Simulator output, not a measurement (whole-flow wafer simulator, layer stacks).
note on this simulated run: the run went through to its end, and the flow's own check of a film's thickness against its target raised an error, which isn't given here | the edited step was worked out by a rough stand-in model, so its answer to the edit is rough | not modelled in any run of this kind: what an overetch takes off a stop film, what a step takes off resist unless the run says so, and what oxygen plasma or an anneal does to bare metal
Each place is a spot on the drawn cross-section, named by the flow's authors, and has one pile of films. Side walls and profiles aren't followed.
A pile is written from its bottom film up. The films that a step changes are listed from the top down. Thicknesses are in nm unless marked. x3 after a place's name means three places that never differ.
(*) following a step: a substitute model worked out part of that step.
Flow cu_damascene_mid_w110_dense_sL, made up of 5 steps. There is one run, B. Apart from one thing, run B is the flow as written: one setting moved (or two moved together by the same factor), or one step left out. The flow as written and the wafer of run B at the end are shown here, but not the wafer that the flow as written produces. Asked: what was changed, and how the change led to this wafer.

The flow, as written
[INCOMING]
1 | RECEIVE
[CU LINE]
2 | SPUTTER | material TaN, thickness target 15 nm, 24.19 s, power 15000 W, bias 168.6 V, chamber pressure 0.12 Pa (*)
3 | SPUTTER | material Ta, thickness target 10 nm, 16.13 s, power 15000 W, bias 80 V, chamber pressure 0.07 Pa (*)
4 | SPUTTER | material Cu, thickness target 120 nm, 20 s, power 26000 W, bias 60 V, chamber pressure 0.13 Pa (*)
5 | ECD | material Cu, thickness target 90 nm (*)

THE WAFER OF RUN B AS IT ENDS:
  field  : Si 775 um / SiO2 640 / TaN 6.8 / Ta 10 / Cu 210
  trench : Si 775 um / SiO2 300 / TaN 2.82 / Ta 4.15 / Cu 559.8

The reason: step 2, SPUTTER: thickness target 6.8 nm was run, while the flow as written has thickness target 15 nm; step 2, SPUTTER: 10.89 s was run, where the flow has 24.19 s.
One can read it off the wafer: field has TaN 6.8, and step 2 as written asks for 15 nm.

Step by step, how the change led to this:
  2 | SPUTTER | material TaN, thickness target 15 nm, 24.19 s, power 15000 W, bias 168.6 V, chamber pressure 0.12 Pa (*)
      field: +6.8 TaN (new film) (in the flow as written it would be: +15 TaN (new film))
      trench: +2.82 TaN (new film) (in the flow as written it would be: +6.23 TaN (new film))
  4 | SPUTTER | material Cu, thickness target 120 nm, 20 s, power 26000 W, bias 60 V, chamber pressure 0.13 Pa (*)
      trench: +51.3 Cu (new film) (in the flow as written it would be: +49.9 Cu (new film))
